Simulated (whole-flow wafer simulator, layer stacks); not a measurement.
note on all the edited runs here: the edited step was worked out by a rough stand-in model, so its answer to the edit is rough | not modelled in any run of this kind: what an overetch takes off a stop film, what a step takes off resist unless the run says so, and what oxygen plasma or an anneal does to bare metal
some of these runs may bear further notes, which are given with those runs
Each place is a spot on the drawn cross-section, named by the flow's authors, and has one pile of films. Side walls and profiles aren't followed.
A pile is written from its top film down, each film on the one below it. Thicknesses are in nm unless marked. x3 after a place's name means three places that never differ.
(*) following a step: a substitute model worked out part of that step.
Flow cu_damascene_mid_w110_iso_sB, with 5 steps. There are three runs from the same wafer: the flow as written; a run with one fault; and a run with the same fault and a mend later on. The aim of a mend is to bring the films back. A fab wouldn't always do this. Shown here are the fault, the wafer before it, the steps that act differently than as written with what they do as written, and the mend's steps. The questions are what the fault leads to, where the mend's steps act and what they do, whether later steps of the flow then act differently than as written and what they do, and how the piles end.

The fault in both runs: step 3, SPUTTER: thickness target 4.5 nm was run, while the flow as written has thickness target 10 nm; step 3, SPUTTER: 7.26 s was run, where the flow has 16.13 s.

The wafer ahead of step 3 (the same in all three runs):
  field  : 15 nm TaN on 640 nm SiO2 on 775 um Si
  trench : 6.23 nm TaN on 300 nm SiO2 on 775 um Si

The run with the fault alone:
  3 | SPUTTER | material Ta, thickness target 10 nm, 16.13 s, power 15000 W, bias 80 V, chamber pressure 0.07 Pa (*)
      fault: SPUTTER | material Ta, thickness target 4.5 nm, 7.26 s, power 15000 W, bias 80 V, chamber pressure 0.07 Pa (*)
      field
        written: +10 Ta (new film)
        fault: +4.5 Ta (new film)
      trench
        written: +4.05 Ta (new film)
        fault: +1.82 Ta (new film)
  Later steps of the flow that are run all act as written at every place that is followed, up to a difference of at most 2% or 0.5 nm, whichever is larger.
  The piles end different from the flow's at field, trench by more than 2% or 0.5 nm, whichever is larger.
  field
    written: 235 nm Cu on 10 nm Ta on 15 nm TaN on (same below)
    fault: 235 nm Cu on 4.5 nm Ta on 15 nm TaN on (same below)
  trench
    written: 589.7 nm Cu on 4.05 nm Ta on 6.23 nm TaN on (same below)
    fault: 586.4 nm Cu on 1.82 nm Ta on 6.23 nm TaN on (same below)

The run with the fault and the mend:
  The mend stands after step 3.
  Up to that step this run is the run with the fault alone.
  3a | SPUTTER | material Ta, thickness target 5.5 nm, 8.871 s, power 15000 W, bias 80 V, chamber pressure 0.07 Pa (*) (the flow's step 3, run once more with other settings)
      field
        +5.5 Ta
      trench
        +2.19 Ta
  Later steps of the flow that are run all act as written at every place that is followed.
  When the end is reached, the piles differ only a little from the flow's at the places that both follow, at most by 2% or 0.5 nm, whichever is larger.
